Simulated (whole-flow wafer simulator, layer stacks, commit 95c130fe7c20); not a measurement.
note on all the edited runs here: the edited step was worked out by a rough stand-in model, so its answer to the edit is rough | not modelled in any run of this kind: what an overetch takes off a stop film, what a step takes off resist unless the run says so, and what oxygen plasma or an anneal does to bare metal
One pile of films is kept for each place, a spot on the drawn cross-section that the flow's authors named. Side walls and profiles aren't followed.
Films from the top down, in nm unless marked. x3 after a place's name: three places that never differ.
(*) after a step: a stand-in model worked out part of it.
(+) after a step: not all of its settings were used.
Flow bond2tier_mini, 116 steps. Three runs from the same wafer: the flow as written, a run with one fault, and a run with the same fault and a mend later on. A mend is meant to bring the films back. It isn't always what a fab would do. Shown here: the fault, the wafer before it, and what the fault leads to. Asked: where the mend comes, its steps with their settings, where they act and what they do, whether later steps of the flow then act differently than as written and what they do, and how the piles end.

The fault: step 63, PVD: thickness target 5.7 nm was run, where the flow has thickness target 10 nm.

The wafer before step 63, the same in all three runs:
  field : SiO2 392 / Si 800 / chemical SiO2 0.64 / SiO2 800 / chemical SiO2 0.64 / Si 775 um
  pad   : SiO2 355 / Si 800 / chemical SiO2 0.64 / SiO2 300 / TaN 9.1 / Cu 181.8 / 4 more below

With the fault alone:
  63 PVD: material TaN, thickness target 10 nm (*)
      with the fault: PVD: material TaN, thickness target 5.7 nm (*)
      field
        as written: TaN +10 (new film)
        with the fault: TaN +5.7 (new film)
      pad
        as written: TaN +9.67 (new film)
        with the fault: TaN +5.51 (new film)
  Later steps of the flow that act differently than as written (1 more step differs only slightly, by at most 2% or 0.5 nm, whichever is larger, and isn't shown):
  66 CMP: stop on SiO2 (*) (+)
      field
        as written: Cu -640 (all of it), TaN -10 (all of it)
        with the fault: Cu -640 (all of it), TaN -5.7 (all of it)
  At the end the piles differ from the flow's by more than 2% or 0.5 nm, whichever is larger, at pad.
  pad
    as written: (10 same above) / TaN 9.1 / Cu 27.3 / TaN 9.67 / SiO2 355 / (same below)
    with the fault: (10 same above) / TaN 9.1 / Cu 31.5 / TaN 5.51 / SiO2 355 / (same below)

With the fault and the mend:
  The mend comes after step 63.
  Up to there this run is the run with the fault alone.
  63a PVD: material TaN, thickness target 4.3 nm (*) (the flow's step 63 once more, with other settings)
      field
        TaN +4.3
      pad
        TaN +4.15
  No later step of the flow acts differently than as written at any place that is followed.
  At the end the piles differ from the flow's only slightly at the places that both follow, by at most 2% or 0.5 nm, whichever is larger.
